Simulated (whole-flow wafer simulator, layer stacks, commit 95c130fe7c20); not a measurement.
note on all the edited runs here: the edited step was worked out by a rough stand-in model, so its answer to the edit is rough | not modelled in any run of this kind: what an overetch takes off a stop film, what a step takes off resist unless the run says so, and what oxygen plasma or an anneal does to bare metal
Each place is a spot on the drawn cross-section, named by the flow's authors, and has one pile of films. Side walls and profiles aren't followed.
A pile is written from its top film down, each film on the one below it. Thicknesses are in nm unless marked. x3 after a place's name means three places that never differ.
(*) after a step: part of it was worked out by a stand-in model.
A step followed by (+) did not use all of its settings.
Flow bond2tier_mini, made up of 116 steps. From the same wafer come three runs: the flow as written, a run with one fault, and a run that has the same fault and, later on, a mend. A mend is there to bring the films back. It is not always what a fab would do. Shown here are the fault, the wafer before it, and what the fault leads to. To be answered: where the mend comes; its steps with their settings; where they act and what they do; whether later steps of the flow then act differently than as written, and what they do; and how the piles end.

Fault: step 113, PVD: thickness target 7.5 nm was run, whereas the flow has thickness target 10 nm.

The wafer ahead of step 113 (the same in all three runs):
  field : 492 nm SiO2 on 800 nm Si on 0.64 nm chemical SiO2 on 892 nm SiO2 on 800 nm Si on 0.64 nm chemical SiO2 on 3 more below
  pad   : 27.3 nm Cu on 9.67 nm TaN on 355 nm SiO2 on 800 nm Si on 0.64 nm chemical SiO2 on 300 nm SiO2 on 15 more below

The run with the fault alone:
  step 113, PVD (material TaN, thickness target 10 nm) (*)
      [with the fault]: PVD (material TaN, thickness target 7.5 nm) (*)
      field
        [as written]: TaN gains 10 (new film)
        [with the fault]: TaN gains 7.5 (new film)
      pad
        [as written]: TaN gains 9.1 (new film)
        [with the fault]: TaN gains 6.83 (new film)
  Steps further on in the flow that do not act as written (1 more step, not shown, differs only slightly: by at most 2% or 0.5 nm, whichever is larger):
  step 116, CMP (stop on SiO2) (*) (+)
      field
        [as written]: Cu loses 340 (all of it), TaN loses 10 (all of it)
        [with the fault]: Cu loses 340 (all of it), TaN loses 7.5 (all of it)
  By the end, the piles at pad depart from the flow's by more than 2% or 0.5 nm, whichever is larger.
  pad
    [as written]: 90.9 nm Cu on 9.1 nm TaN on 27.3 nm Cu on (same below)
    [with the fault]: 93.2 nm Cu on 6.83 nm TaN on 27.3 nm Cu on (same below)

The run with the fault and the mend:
  After step 113 comes the mend.
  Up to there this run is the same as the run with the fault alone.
  step 113a, PVD (material TaN, thickness target 2.5 nm) (*) (a further turn of the flow's step 113, with different settings)
      field
        TaN gains 2.5
      pad
        TaN gains 2.27
  Later steps of the flow that are run all act as written at every place that is followed.
  At every place that both follow, the piles at the end match the flow's.
